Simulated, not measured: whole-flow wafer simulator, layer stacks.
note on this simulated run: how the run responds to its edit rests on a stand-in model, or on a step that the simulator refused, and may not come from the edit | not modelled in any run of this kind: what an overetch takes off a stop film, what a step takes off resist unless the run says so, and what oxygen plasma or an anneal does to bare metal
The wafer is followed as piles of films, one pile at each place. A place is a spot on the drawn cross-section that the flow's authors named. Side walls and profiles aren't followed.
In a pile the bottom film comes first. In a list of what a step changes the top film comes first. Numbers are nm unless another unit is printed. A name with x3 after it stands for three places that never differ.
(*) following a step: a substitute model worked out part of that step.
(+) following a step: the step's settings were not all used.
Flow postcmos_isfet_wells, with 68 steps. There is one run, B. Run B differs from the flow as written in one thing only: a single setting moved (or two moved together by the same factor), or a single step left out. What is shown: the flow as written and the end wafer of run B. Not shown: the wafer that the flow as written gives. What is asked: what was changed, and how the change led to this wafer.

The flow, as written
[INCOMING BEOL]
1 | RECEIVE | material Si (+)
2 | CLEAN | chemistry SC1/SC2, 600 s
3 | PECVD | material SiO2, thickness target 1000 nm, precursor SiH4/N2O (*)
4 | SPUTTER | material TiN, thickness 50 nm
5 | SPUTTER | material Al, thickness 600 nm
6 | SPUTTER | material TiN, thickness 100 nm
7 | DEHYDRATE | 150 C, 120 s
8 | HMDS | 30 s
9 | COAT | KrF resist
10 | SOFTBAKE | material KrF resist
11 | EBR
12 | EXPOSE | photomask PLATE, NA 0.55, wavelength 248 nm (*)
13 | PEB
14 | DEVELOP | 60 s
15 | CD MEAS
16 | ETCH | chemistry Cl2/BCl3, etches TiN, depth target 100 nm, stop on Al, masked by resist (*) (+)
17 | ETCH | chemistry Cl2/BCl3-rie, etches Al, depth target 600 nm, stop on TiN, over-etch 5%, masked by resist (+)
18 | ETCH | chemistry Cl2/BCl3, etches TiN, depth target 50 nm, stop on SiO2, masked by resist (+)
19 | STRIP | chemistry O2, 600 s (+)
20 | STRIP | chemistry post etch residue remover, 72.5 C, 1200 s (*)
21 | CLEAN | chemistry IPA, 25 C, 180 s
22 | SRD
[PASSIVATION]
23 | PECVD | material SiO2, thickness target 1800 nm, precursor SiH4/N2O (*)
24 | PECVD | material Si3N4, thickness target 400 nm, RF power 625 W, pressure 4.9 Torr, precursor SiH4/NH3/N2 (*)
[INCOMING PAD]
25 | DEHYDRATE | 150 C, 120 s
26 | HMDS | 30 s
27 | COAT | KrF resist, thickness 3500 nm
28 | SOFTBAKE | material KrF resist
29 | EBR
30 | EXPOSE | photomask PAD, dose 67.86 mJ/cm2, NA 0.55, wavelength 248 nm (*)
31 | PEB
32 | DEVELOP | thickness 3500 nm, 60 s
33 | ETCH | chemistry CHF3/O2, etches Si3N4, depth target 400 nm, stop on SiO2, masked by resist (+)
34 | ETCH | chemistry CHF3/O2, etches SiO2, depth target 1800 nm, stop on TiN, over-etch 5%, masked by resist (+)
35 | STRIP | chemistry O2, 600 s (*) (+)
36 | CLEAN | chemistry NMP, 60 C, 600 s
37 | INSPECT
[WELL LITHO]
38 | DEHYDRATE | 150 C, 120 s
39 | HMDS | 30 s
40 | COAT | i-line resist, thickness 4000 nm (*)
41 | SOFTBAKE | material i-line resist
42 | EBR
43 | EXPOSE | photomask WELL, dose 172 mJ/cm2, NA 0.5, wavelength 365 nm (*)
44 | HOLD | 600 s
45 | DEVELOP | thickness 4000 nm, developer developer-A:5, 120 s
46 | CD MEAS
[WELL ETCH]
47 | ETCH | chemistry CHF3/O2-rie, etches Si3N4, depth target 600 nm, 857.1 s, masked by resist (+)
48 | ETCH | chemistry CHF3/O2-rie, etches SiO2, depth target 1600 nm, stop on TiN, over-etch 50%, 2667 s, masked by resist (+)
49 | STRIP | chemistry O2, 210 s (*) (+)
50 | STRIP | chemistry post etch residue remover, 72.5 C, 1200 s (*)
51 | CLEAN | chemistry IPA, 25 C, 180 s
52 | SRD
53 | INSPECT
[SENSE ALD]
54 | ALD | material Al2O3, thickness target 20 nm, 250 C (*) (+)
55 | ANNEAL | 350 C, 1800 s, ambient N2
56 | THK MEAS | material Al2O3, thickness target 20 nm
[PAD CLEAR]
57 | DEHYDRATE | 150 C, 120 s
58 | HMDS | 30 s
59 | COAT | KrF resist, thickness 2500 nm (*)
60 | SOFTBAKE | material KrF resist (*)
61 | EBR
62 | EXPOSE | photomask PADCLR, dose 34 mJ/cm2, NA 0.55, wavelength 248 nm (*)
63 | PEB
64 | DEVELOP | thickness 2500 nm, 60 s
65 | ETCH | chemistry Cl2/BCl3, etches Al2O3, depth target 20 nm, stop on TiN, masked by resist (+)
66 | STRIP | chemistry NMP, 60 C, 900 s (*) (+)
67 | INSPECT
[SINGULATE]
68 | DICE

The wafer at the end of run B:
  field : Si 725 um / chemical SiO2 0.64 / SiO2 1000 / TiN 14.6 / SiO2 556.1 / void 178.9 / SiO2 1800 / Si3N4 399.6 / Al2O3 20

What caused this: step 18, ETCH: depth target 35 nm was run, though the flow has depth target 50 nm.

Step by step, how the change led to this:
  18 | ETCH | chemistry Cl2/BCl3, etches TiN, depth target 50 nm, stop on SiO2, masked by resist (+)
      field: TiN loses 35 (in the flow as written it would be: TiN loses 50 (all of it))
      margin, well900, well1300, well2000, well3000, pad_rim, pad_clr, pad_open: KrF resist loses 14 (in the flow as written it would be: KrF resist loses 20)
  23 | PECVD | material SiO2, thickness target 1800 nm, precursor SiH4/N2O (*)
      field: SiO2 gains 1800 (new film), void gains 178.9 (new film), SiO2 gains 556.1 (new film) (in the flow as written it would be: SiO2 gains 1800 (new film), void gains 189.9 (new film), SiO2 gains 559.7)
Taking metal films that touch as one body, field has 1 body; the flow as written gives 0 bodies.
